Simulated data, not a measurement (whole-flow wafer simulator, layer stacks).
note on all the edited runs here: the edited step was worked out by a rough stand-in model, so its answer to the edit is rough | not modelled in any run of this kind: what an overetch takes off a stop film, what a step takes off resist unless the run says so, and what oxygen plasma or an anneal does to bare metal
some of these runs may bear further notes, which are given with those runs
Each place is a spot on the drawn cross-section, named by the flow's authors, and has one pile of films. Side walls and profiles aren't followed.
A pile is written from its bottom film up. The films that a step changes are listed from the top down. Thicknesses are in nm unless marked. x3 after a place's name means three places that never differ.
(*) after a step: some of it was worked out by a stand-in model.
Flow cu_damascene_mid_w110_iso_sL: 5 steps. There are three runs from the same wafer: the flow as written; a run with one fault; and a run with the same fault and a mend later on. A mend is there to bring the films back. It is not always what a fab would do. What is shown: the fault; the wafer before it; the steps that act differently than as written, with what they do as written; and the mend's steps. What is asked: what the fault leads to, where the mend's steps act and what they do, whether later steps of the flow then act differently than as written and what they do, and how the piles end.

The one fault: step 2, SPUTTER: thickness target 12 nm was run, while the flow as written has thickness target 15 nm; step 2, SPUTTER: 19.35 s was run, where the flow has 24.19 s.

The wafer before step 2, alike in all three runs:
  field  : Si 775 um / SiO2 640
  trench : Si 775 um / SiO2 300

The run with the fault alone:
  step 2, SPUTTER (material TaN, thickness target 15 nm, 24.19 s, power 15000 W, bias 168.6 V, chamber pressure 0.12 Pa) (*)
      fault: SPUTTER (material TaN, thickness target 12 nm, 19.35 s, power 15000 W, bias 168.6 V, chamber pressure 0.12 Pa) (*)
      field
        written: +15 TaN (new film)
        fault: +12 TaN (new film)
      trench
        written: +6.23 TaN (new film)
        fault: +4.98 TaN (new film)
  Later steps of the flow that are run all act as written at every place that is followed, up to a difference of at most 2% or 0.5 nm, whichever is larger.
  The piles end different from the flow's at field, trench by more than 2% or 0.5 nm, whichever is larger.
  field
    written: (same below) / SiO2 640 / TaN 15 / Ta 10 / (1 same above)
    fault: (same below) / SiO2 640 / TaN 12 / Ta 10 / (1 same above)
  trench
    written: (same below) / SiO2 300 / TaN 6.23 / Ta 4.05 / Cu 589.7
    fault: (same below) / SiO2 300 / TaN 4.98 / Ta 4.08 / Cu 587.9

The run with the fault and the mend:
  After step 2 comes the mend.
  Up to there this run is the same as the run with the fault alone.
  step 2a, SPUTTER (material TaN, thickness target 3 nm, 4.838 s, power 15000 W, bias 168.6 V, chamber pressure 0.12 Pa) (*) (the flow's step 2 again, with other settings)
      field
        +3 TaN
      trench
        +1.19 TaN
  Later steps of the flow that are run all act as written at every place that is followed.
  The piles end only slightly different from the flow's at the places that both follow, by no more than 2% or 0.5 nm, whichever is larger.
